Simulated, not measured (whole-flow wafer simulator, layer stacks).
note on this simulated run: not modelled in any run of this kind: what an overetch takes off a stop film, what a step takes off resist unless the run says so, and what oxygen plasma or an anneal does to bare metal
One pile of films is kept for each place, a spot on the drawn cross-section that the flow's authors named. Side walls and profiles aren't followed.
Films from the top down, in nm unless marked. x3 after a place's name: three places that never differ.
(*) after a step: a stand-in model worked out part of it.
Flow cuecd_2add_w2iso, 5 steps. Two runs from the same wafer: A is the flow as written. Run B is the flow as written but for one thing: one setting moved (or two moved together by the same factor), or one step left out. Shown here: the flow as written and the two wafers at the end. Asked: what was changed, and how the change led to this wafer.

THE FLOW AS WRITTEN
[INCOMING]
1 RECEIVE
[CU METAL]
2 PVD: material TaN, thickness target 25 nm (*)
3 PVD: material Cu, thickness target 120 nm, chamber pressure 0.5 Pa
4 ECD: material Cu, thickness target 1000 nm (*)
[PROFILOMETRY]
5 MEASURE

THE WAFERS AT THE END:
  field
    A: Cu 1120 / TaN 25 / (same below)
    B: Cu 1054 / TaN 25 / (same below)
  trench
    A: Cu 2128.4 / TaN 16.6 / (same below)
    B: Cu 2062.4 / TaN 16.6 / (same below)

The cause: step 3, PVD: thickness target 54 nm was run, where the flow has thickness target 120 nm.

How the change led to this, step by step:
  3 PVD: material Cu, thickness target 120 nm, chamber pressure 0.5 Pa
      field: A Cu +120 (new film) | B Cu +54 (new film)
      trench: A Cu +80.8 (new film) | B Cu +36.5 (new film)
